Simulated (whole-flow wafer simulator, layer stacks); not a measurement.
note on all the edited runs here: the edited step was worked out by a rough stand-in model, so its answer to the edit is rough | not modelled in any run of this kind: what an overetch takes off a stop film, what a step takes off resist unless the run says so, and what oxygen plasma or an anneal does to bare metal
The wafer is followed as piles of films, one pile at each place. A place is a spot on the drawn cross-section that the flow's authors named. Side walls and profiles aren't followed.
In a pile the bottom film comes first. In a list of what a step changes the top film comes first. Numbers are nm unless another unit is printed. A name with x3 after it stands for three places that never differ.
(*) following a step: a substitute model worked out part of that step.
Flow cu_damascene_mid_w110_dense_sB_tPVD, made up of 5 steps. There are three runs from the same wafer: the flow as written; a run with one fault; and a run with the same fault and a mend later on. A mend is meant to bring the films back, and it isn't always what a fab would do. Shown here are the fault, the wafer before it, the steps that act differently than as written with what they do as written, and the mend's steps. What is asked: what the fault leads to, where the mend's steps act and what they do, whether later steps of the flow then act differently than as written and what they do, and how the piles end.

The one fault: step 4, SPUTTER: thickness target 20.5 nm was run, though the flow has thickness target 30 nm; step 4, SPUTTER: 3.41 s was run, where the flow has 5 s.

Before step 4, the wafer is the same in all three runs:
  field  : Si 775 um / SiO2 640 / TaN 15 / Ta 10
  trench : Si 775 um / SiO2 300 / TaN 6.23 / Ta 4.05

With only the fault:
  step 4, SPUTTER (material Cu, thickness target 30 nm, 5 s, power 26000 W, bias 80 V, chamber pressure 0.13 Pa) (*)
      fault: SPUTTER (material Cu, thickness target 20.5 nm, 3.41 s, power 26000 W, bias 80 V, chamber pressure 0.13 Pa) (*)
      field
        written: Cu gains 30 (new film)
        fault: Cu gains 20.5 (new film)
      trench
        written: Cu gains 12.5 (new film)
        fault: Cu gains 8.53 (new film)
  None of the later steps of the flow differs from how it acts as written, at any place that is followed, by more than 2% or 0.5 nm, whichever is larger.
  The piles end different from the flow's at field, trench by more than 2% or 0.5 nm, whichever is larger.
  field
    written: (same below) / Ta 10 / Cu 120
    fault: (same below) / Ta 10 / Cu 110.5
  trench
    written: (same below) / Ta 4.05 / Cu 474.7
    fault: (same below) / Ta 4.05 / Cu 465.2

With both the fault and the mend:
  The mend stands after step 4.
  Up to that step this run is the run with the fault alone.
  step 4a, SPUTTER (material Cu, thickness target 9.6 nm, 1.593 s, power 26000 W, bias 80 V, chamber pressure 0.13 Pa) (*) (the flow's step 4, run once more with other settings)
      field
        Cu gains 9.6
      trench
        Cu gains 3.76
  None of the later steps of the flow differs from how it acts as written, at any place that is followed, by more than 2% or 0.5 nm, whichever is larger.
  At the end the piles are close to the flow's at the places that both follow, differing by at most 2% or 0.5 nm, whichever is larger.
